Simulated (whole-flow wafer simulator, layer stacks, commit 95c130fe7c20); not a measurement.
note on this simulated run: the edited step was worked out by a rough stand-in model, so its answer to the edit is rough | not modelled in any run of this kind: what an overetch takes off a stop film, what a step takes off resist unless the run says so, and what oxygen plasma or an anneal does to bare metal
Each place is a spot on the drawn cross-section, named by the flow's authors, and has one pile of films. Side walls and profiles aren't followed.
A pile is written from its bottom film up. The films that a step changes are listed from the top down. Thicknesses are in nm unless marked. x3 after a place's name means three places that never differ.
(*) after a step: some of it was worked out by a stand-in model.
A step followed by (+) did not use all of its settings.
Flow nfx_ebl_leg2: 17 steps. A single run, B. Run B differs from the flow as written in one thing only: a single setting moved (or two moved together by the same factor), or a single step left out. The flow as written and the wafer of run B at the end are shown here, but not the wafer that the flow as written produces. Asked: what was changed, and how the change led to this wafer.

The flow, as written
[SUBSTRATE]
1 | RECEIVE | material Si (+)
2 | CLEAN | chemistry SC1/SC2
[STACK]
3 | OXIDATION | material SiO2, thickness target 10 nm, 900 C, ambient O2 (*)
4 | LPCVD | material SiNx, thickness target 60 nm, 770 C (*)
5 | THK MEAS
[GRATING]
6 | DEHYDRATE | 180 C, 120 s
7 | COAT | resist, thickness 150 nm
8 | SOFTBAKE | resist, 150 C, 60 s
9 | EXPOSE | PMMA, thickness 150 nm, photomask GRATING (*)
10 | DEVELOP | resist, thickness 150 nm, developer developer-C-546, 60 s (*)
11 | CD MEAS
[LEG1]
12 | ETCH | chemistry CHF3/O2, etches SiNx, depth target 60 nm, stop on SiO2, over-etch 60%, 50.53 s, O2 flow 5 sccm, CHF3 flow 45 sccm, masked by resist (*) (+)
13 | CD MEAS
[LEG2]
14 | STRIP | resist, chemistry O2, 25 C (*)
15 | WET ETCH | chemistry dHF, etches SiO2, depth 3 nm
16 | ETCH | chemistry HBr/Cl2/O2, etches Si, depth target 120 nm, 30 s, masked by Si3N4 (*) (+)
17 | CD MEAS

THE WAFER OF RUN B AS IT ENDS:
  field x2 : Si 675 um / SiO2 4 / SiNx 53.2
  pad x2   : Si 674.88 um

Cause: step 3, OXIDATION: thickness target 4 nm was run, though the flow has thickness target 10 nm.
The wafer itself shows it: field x2 has SiO2 4, and step 3 as written asks for 10 nm.

The path from the change to this, step by step:
  3 | OXIDATION | material SiO2, thickness target 10 nm, 900 C, ambient O2 (*)
      field x2, pad x2: SiO2 gains 4 (new film), chemical SiO2 loses 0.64 (all of it), Si loses 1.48 (it would be, as written: SiO2 gains 10 (new film), chemical SiO2 loses 0.64 (all of it), Si loses 4.12)
  12 | ETCH | chemistry CHF3/O2, etches SiNx, depth target 60 nm, stop on SiO2, over-etch 60%, 50.53 s, O2 flow 5 sccm, CHF3 flow 45 sccm, masked by resist (*) (+)
      pad x2: SiNx loses 60 (all of it), SiO2 loses 4 (all of it) (it would be, as written: SiNx loses 60 (all of it), SiO2 loses 10 (all of it))
